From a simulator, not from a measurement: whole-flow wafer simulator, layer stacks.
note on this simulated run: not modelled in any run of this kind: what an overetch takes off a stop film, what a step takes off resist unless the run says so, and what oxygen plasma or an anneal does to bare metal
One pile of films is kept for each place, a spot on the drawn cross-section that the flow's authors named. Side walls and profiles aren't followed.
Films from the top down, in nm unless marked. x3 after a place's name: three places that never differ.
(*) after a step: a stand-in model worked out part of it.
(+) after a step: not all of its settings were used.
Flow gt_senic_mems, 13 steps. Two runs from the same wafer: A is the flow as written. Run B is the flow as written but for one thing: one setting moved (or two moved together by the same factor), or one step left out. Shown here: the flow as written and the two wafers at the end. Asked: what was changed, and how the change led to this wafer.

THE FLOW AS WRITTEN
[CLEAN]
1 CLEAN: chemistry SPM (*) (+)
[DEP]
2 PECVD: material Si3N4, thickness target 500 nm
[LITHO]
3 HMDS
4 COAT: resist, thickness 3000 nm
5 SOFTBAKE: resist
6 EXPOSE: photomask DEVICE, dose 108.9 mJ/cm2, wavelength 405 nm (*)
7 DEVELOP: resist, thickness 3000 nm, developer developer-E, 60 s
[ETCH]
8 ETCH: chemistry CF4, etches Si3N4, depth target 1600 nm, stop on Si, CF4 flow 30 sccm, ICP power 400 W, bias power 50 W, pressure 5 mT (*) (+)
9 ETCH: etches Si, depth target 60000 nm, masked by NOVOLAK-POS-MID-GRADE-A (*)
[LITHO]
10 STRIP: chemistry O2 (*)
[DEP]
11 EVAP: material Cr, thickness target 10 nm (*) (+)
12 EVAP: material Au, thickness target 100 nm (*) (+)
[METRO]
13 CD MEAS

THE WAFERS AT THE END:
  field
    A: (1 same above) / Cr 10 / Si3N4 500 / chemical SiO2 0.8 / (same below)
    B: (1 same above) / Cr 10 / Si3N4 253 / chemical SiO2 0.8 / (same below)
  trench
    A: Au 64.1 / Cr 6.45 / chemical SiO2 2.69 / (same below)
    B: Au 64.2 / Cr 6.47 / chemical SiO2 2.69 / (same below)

The cause: step 2, PECVD: thickness target 253 nm was run, where the flow has thickness target 500 nm.
It can be read off the wafer: field has Si3N4 253, and step 2 as written asks for 500 nm.

How the change led to this, step by step:
  2 PECVD: material Si3N4, thickness target 500 nm
      field, trench: A Si3N4 +500 (new film) | B Si3N4 +253 (new film)
  8 ETCH: chemistry CF4, etches Si3N4, depth target 1600 nm, stop on Si, CF4 flow 30 sccm, ICP power 400 W, bias power 50 W, pressure 5 mT (*) (+)
      field: A resist -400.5 | B resist -235.9
      trench: A Si3N4 -500 (all of it), chemical SiO2 -0.8 (all of it) | B Si3N4 -253 (all of it), chemical SiO2 -0.8 (all of it)
  10 STRIP: chemistry O2 (*)
      field: A resist -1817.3 (all of it) | B resist -1982 (all of it)
